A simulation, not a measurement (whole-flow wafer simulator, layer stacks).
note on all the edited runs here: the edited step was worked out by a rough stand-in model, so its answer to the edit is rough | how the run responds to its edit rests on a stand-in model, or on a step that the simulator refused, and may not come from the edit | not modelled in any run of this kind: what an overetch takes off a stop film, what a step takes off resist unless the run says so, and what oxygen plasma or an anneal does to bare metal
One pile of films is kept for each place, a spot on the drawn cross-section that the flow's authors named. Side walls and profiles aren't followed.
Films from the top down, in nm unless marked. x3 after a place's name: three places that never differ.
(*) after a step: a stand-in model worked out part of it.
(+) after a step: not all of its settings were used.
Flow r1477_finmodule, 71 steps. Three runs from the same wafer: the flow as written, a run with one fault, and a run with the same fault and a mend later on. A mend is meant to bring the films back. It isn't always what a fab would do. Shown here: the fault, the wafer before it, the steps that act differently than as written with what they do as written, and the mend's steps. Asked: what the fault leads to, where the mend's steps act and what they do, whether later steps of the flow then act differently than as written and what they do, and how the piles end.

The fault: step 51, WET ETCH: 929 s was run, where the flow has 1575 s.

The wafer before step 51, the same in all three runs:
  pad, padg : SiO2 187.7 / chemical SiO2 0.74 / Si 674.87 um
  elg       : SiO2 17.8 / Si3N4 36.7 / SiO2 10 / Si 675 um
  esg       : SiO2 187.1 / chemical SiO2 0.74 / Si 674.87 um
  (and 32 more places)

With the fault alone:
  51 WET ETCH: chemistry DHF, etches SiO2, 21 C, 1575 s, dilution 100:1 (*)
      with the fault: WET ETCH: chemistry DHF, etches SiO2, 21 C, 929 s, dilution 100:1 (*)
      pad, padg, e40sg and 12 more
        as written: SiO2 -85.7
        with the fault: SiO2 -50.5
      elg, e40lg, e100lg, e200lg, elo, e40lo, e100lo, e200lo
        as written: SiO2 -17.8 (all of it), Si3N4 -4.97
        with the fault: SiO2 -17.8 (all of it), Si3N4 -2.34
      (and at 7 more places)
  Later steps of the flow that act differently than as written (1 more step differs only slightly, by at most 2% or 0.5 nm, whichever is larger, and isn't shown):
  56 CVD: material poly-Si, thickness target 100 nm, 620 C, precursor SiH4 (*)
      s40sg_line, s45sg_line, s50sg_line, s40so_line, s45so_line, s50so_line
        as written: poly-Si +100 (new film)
        with the fault: poly-Si +112.6 (new film)
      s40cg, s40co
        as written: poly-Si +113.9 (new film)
        with the fault: poly-Si +100 (new film)
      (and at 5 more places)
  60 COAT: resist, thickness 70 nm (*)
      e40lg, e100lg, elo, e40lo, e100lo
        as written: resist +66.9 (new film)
        with the fault: resist +68.5 (new film)
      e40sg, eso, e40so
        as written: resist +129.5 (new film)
        with the fault: resist +98.6 (new film)
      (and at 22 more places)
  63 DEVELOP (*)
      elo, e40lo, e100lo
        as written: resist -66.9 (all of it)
        with the fault: resist -68.5 (all of it)
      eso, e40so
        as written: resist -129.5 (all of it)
        with the fault: resist -98.6 (all of it)
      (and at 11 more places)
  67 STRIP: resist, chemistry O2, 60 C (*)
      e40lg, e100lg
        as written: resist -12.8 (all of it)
        with the fault: resist -14.4 (all of it)
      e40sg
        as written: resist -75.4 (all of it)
        with the fault: resist -44.5 (all of it)
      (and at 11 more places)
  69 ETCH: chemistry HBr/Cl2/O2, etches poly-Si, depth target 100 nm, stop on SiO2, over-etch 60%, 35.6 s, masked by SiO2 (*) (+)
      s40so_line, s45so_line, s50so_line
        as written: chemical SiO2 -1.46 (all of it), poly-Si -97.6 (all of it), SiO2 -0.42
        with the fault: chemical SiO2 -1.28 (all of it), poly-Si -110.2 (all of it), SiO2 -0.25
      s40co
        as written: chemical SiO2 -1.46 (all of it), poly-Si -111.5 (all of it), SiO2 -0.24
        with the fault: chemical SiO2 -1.28 (all of it), poly-Si -97.6 (all of it), SiO2 -0.42
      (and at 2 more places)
  At the end the piles differ from the flow's by more than 2% or 0.5 nm, whichever is larger, at pad, padg, elg and 30 more.
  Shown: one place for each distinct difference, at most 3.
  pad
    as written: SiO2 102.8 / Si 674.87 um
    with the fault: SiO2 137.9 / Si 674.87 um
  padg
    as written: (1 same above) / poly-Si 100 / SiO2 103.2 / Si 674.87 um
    with the fault: (1 same above) / poly-Si 100 / SiO2 138.3 / Si 674.87 um
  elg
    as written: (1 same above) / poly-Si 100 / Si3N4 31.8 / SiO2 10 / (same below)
    with the fault: (1 same above) / poly-Si 100 / Si3N4 34.4 / SiO2 10 / (same below)

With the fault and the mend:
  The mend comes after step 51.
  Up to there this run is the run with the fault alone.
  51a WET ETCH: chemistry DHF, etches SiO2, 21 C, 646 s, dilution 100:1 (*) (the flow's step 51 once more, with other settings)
      pad, padg, e40sg and 12 more
        SiO2 -35.1
      elg, e40lg, e100lg, e200lg, elo, e40lo, e100lo, e200lo
        Si3N4 -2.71
      esg, s40cg, s45cg, s50cg, s40co, s45co, s50co
        SiO2 -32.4
  No later step of the flow acts differently than as written, at any place that is followed, by more than 2% or 0.5 nm, whichever is larger.
  At the end the piles differ from the flow's only slightly at the places that both follow, by at most 2% or 0.5 nm, whichever is larger.
